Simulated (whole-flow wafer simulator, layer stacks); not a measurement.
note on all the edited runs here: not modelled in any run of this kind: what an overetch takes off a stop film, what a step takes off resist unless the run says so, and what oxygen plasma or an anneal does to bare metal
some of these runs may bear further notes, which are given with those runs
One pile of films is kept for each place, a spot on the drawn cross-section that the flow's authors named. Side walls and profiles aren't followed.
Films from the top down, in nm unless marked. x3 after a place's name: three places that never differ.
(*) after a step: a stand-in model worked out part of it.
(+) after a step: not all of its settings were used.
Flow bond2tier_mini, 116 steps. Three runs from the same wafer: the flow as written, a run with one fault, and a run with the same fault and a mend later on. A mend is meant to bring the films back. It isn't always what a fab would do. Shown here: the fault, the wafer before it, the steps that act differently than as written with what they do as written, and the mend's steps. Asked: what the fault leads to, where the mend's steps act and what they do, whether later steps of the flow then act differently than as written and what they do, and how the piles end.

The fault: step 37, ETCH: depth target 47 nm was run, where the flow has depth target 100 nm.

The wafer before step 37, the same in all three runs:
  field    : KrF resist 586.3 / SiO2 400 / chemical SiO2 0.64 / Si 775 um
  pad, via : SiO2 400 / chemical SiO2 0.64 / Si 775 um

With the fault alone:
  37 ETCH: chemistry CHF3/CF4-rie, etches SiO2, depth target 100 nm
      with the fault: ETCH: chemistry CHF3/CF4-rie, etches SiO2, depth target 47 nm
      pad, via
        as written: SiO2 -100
        with the fault: SiO2 -47
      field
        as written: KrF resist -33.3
        with the fault: KrF resist -15.7
  Later steps of the flow that act differently than as written (1 more step differs only slightly, by at most 2% or 0.5 nm, whichever is larger, and isn't shown):
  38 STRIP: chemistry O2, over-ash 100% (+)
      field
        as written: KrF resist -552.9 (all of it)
        with the fault: KrF resist -570.6 (all of it)
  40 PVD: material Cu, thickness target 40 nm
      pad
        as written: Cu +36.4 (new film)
        with the fault: Cu +38.3 (new film)
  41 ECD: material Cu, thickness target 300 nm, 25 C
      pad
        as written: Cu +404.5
        with the fault: Cu +349.1
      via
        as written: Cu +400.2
        with the fault: Cu +347
  At the end the piles differ from the flow's by more than 2% or 0.5 nm, whichever is larger, at pad.
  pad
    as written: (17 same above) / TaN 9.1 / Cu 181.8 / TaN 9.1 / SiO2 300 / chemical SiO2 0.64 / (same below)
    with the fault: (17 same above) / TaN 9.1 / Cu 128.3 / TaN 9.58 / SiO2 353 / chemical SiO2 0.64 / (same below)

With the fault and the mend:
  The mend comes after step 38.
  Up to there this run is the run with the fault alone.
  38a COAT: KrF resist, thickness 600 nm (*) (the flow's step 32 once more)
      field
        KrF resist +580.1 (new film)
      pad
        KrF resist +620.8 (new film)
      via
        KrF resist +618.2 (new film)
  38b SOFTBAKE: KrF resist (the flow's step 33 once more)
      changes no film at any place that is followed
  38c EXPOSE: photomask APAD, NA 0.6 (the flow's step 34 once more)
      changes no film at any place that is followed
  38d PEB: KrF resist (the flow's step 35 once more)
      changes no film at any place that is followed
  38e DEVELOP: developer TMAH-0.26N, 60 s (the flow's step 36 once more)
      field
        KrF resist -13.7
      pad
        KrF resist -620.8 (all of it)
      via
        KrF resist -618.2 (all of it)
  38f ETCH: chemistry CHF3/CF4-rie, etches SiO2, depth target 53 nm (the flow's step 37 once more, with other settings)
      pad, via
        SiO2 -53
      field
        KrF resist -17.7
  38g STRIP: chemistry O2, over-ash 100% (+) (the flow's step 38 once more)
      field
        KrF resist -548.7 (all of it)
  No later step of the flow acts differently than as written at any place that is followed.
  At the end the piles are the same as the flow's at every place that both follow.
